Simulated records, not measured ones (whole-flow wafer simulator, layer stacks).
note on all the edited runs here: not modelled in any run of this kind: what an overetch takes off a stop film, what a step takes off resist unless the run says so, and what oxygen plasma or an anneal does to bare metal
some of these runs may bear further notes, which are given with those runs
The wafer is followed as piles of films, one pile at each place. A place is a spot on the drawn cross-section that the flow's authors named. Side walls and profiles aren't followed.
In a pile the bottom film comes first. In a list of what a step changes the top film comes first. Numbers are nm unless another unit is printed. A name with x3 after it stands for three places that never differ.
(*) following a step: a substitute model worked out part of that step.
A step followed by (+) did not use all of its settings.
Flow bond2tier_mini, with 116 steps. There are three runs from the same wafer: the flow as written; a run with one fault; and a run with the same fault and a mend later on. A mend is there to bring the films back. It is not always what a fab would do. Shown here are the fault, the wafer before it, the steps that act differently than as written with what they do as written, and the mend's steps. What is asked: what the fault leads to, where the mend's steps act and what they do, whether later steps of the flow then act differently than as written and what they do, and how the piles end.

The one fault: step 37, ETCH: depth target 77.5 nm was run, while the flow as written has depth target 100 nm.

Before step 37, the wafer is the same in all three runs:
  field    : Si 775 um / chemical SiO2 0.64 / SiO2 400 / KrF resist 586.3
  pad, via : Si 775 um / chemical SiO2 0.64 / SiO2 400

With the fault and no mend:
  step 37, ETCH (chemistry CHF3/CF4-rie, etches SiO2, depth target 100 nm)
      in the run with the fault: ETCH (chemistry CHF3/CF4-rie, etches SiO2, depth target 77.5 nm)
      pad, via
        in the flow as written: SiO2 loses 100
        in the run with the fault: SiO2 loses 77.5
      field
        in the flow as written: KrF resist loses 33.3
        in the run with the fault: KrF resist loses 25.8
  Steps later in the flow that act otherwise than as written (2 more steps, not shown, differ only slightly: by at most 2% or 0.5 nm, whichever is larger):
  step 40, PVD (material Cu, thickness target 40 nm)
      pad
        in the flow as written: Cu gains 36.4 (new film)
        in the run with the fault: Cu gains 37.2 (new film)
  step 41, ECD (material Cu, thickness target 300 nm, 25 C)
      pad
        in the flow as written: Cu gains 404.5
        in the run with the fault: Cu gains 381
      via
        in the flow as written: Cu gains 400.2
        in the run with the fault: Cu gains 377.6
  The piles end different from the flow's at pad by more than 2% or 0.5 nm, whichever is larger.
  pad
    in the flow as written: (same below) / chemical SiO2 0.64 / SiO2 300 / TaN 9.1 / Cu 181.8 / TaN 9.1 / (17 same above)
    in the run with the fault: (same below) / chemical SiO2 0.64 / SiO2 322.5 / TaN 9.3 / Cu 159.1 / TaN 9.1 / (17 same above)

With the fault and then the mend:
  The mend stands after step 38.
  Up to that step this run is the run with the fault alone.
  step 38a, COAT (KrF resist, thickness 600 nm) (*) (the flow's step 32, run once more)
      field
        KrF resist gains 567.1 (new film)
      pad
        KrF resist gains 634.3 (new film)
      via
        KrF resist gains 630.1 (new film)
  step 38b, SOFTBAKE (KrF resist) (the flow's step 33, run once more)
      does not change any film at any place that is followed
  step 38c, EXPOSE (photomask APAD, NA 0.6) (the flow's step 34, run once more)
      does not change any film at any place that is followed
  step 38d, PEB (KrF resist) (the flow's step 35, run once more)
      does not change any film at any place that is followed
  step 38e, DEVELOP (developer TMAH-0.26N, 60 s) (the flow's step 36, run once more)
      field
        KrF resist loses 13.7
      pad
        KrF resist loses 634.3 (all of it)
      via
        KrF resist loses 630.1 (all of it)
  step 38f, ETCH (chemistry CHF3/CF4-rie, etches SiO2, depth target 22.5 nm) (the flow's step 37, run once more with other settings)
      pad, via
        SiO2 loses 22.5
      field
        KrF resist loses 7.5
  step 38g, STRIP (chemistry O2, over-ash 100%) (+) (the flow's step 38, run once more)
      field
        KrF resist loses 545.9 (all of it)
  Every later step of the flow that is run acts as written at every place that is followed.
  The piles end the same as the flow's at every place that both follow.
